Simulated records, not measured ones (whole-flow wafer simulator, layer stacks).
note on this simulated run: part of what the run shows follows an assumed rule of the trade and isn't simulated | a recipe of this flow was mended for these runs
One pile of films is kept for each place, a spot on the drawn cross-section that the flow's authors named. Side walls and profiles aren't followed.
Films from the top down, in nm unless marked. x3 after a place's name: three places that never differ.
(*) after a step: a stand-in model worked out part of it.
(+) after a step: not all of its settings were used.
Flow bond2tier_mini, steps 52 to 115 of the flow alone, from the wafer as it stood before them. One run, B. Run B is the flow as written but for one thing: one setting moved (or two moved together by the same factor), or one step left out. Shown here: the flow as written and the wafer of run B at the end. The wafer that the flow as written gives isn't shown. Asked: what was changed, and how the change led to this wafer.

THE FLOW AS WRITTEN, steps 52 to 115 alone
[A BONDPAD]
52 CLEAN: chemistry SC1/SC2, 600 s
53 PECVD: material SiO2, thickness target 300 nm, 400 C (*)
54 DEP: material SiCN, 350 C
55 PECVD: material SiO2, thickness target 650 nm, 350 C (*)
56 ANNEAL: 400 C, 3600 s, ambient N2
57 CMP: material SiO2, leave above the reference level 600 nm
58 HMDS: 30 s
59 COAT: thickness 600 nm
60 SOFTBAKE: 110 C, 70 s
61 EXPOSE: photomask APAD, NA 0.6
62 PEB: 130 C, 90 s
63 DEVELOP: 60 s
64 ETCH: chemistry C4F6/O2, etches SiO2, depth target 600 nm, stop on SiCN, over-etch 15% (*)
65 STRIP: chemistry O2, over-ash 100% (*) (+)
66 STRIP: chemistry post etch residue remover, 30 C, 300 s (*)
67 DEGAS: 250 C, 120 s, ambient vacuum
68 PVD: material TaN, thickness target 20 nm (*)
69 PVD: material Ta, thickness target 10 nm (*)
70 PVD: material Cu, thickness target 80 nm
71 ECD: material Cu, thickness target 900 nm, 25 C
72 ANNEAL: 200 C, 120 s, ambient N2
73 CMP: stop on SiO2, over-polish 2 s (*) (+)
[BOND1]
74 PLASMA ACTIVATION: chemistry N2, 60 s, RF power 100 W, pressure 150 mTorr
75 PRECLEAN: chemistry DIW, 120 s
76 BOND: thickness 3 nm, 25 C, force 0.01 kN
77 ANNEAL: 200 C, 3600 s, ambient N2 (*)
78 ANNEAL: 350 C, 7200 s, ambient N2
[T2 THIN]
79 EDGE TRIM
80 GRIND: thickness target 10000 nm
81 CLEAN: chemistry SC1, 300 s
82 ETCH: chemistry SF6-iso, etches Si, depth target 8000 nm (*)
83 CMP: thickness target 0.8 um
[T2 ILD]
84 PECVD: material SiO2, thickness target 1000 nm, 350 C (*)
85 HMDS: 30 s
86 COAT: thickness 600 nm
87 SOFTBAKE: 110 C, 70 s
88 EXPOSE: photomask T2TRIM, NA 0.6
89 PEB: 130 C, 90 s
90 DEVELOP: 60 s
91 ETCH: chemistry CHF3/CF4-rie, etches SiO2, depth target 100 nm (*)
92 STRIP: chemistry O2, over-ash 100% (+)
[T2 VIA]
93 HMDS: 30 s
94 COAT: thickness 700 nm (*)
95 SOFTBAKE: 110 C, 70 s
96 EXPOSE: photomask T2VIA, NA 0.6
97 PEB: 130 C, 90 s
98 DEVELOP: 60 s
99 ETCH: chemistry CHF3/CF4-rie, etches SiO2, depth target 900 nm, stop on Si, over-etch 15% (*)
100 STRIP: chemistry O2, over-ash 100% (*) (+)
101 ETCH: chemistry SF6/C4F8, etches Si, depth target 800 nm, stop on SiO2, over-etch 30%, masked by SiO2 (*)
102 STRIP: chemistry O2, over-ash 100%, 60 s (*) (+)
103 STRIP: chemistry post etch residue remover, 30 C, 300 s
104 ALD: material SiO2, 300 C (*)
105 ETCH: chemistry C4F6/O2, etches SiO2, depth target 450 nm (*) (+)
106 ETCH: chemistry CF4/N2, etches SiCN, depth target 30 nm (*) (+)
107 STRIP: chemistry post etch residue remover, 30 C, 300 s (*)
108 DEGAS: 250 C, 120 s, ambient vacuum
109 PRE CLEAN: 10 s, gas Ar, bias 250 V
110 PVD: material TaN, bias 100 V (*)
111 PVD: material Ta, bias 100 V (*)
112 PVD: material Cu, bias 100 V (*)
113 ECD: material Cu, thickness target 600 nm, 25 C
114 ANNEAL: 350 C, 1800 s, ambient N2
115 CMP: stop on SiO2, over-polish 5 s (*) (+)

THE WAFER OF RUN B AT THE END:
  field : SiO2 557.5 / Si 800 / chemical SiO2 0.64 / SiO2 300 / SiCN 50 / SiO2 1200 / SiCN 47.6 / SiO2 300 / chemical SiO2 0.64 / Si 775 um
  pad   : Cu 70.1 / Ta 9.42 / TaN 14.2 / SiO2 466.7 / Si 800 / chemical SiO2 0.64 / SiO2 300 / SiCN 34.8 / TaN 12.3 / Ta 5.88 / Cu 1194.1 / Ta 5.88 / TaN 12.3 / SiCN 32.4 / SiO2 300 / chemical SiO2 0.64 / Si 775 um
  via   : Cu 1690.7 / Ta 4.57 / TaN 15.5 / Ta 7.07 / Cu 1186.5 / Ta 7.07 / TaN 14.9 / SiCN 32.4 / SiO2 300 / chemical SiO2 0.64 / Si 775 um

The cause: step 54, DEP: 362 C was run, where the flow has 350 C.

How the change led to this, step by step:
  54 DEP: material SiCN, 350 C
      field, pad, via: SiCN +47.6 (new film) (as written it would be: SiCN +50 (new film))
